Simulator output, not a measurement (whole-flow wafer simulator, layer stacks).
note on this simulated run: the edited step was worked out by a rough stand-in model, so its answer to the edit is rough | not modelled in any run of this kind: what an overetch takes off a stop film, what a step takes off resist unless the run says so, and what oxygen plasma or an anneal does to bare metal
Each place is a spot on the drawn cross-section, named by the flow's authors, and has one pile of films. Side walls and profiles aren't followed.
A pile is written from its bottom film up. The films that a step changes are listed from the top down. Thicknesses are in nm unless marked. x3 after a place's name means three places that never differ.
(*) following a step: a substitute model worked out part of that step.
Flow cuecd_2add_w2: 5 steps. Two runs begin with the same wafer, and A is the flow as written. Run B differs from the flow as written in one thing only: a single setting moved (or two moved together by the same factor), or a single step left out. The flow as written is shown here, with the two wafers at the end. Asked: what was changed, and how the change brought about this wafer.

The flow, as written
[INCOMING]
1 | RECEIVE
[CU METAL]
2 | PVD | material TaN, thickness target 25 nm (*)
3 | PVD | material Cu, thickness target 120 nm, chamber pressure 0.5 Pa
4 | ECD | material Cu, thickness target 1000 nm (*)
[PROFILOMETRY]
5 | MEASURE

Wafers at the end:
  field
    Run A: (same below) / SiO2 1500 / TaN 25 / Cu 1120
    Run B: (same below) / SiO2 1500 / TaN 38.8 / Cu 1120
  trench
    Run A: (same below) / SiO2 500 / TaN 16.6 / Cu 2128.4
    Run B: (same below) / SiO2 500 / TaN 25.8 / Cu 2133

What caused this: step 2, PVD: thickness target 38.8 nm was run, whereas the flow has thickness target 25 nm.
The wafer lets one read it off: field has TaN 38.8, and step 2 as written asks for 25 nm.

How this came from the change, step by step:
  2 | PVD | material TaN, thickness target 25 nm (*)
      field: A TaN gains 25 (new film) | B TaN gains 38.8 (new film)
      trench: A TaN gains 16.6 (new film) | B TaN gains 25.8 (new film)
